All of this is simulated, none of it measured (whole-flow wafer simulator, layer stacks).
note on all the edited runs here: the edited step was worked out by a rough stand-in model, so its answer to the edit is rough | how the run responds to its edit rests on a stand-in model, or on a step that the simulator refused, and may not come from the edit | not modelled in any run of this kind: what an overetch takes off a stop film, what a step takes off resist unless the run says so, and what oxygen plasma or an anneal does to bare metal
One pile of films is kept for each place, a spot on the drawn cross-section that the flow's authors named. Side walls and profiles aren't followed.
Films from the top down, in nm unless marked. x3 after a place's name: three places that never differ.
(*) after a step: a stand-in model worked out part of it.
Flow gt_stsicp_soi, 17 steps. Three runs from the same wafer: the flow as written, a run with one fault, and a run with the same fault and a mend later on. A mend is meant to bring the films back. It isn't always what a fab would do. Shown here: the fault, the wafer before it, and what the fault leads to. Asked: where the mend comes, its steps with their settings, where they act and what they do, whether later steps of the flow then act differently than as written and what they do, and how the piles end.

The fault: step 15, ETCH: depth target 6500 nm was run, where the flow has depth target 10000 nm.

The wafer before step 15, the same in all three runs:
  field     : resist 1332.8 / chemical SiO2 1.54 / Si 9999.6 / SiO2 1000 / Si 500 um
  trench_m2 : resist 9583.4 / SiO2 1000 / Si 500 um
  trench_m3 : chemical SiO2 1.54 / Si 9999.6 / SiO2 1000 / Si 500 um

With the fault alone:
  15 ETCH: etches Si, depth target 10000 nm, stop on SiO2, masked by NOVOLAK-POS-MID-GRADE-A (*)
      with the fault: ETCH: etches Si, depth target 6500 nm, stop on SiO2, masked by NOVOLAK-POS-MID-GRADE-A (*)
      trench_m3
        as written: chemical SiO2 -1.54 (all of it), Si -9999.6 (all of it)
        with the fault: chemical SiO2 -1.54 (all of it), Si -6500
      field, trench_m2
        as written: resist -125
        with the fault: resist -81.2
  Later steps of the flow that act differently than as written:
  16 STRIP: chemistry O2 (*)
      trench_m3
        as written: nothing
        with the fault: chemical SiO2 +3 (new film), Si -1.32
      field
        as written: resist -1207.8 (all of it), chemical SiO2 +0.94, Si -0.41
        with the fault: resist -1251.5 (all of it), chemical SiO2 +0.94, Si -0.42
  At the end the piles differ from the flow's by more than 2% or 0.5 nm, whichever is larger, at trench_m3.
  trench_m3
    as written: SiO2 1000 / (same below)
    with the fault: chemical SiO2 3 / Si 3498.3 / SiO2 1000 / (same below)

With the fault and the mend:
  The mend comes after step 15.
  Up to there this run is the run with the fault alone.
  15a ETCH: etches Si, depth target 3500 nm, stop on SiO2, masked by NOVOLAK-POS-MID-GRADE-A (*) (the flow's step 15 once more, with other settings)
      field, trench_m2
        resist -43.8
      trench_m3
        Si -3499.6 (all of it)
  No later step of the flow acts differently than as written at any place that is followed.
  At the end the piles are the same as the flow's at every place that both follow.
